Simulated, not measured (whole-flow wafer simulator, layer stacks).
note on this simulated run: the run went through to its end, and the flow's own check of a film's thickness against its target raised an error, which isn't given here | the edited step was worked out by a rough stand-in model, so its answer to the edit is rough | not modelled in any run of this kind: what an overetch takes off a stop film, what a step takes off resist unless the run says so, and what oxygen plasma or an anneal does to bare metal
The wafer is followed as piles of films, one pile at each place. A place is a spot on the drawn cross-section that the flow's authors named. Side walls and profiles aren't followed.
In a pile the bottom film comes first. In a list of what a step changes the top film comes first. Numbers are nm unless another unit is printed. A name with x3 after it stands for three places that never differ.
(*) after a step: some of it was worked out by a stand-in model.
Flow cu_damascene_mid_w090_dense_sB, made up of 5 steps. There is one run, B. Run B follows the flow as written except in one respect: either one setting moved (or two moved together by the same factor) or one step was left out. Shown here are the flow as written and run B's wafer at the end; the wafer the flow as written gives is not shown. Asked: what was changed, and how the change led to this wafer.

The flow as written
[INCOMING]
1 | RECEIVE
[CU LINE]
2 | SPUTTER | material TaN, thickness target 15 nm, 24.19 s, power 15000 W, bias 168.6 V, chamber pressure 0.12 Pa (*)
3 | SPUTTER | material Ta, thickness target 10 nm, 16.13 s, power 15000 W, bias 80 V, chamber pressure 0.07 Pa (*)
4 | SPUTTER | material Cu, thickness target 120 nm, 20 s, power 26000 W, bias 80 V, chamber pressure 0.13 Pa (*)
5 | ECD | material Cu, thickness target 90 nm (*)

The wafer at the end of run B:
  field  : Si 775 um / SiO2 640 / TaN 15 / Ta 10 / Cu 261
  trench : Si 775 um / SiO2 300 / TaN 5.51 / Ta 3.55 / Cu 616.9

The reason: step 4, SPUTTER: thickness target 171 nm was run, while the flow as written has thickness target 120 nm; step 4, SPUTTER: 28.5 s was run, where the flow has 20 s.

How this came from the change, step by step:
  4 | SPUTTER | material Cu, thickness target 120 nm, 20 s, power 26000 W, bias 80 V, chamber pressure 0.13 Pa (*)
      field: Cu gains 171 (new film) (as written it would have been: Cu gains 120 (new film))
      trench: Cu gains 63.2 (new film) (as written it would have been: Cu gains 44.3 (new film))
  5 | ECD | material Cu, thickness target 90 nm (*)
      trench: Cu gains 553.8 (as written it would have been: Cu gains 521.6)
